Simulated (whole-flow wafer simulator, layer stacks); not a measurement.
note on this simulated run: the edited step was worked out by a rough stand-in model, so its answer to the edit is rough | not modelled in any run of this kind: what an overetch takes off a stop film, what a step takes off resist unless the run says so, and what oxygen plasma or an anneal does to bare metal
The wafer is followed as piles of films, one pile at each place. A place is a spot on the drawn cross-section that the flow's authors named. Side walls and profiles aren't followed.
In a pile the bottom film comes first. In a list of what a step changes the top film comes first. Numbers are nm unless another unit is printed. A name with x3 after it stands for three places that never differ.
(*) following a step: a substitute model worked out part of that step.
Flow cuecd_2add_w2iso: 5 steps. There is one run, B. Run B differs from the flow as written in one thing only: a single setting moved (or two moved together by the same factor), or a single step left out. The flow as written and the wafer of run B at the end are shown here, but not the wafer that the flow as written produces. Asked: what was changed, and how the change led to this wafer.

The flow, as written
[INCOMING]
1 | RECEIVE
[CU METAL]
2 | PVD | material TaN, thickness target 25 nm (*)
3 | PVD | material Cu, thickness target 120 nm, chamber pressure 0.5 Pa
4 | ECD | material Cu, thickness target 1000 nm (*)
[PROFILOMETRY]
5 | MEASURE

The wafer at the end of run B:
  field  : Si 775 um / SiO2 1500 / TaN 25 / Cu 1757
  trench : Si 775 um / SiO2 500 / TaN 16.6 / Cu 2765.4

Cause: step 4, ECD: thickness target 1637 nm was run, though the flow has thickness target 1000 nm.

The path from the change to this, step by step:
  4 | ECD | material Cu, thickness target 1000 nm (*)
      field: Cu gains 1637 (it would be, as written: Cu gains 1000)
      trench: Cu gains 2684.6 (it would be, as written: Cu gains 2047.6)
